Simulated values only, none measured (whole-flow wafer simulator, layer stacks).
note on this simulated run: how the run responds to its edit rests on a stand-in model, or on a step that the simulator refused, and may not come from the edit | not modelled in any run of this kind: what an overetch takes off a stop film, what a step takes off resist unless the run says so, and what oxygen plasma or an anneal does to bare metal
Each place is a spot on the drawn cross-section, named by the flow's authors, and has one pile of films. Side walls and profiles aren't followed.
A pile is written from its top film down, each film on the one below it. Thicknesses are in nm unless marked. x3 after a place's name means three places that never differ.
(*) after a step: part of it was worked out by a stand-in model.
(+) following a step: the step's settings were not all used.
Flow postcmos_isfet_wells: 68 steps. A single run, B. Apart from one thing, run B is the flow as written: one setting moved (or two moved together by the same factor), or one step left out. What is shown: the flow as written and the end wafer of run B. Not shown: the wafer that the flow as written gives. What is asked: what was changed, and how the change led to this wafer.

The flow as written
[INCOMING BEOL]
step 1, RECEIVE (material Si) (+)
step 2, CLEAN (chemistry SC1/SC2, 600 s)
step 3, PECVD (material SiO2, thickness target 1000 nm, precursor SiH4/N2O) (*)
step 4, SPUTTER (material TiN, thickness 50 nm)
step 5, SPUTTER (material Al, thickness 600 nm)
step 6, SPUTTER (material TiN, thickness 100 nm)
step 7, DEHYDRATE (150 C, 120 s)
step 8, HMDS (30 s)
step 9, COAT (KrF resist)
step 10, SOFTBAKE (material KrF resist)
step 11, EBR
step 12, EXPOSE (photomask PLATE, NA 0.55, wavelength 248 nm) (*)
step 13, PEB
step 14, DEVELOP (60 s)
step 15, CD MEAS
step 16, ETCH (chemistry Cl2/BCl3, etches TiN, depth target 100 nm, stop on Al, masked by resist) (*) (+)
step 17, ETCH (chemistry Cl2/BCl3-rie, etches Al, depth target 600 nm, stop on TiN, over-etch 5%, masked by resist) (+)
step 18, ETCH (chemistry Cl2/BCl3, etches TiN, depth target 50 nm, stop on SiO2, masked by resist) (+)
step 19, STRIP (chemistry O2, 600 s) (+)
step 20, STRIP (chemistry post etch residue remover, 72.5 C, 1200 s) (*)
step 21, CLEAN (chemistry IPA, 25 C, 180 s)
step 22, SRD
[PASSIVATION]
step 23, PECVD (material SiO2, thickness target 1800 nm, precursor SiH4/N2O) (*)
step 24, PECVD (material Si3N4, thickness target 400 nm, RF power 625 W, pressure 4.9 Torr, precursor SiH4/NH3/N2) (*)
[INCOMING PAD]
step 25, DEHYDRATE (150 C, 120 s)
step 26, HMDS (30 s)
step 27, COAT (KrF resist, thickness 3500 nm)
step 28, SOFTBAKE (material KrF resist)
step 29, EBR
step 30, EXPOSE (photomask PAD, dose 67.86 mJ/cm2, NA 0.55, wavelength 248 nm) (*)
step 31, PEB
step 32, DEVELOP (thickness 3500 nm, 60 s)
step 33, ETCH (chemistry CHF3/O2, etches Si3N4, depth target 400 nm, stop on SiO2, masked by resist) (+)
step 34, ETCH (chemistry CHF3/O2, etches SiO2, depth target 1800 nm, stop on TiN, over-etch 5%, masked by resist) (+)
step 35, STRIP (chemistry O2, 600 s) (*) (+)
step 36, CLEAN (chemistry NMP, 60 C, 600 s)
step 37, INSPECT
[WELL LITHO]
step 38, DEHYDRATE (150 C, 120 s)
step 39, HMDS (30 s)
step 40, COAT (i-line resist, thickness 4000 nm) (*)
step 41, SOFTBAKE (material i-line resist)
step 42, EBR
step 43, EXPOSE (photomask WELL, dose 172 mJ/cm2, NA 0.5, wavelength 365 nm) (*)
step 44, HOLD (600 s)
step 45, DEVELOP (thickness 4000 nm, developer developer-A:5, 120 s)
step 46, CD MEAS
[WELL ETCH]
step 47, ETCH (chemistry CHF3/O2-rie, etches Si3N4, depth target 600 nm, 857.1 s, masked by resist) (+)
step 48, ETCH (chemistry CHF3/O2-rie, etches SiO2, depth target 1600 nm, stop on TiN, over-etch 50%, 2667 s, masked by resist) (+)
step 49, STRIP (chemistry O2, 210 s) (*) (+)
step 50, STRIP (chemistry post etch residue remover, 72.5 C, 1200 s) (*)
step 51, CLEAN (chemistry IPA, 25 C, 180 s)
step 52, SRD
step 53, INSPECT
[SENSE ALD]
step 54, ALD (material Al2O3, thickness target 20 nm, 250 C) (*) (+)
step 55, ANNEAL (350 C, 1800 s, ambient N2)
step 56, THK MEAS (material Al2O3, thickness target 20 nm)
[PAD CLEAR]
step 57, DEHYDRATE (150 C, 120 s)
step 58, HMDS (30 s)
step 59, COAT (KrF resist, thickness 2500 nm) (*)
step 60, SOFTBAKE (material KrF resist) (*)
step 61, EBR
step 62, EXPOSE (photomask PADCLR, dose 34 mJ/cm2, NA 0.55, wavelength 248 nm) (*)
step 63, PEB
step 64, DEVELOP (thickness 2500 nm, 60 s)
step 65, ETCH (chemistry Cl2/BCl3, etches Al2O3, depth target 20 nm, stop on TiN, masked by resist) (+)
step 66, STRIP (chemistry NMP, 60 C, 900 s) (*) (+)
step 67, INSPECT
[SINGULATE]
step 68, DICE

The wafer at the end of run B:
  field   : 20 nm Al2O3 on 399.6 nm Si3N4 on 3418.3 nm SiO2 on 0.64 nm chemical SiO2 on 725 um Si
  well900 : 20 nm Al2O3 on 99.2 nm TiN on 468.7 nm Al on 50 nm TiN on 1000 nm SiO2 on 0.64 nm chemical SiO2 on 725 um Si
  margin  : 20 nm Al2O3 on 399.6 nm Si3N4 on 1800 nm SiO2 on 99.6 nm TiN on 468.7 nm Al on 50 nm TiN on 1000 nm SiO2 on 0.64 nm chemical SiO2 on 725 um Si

What caused this: step 5, SPUTTER: thickness 468.7 nm was run, though the flow has thickness 600 nm.
The wafer itself shows it: well900 has Al 468.7, and step 5 as written asks for 600 nm.

How this came from the change, step by step:
  step 5, SPUTTER (material Al, thickness 600 nm)
      field, margin, well900, well1300 x3, pad_rim, pad_clr, pad_open: Al gains 468.7 (new film) (it would be, as written: Al gains 600 (new film))
  step 17, ETCH (chemistry Cl2/BCl3-rie, etches Al, depth target 600 nm, stop on TiN, over-etch 5%, masked by resist) (+)
      margin, well900, well1300 x3, pad_rim, pad_clr, pad_open: KrF resist loses 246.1 (it would be, as written: KrF resist loses 300)
      field: Al loses 468.7 (all of it) (it would be, as written: Al loses 600 (all of it))
  step 19, STRIP (chemistry O2, 600 s) (+)
      margin, well900, well1300 x3, pad_rim, pad_clr, pad_open: KrF resist loses 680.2 (all of it) (it would be, as written: KrF resist loses 626.3 (all of it))
  step 23, PECVD (material SiO2, thickness target 1800 nm, precursor SiH4/N2O) (*)
      field: SiO2 gains 2418.3 (it would be, as written: SiO2 gains 1800 (new film), void gains 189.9 (new film), SiO2 gains 559.7)
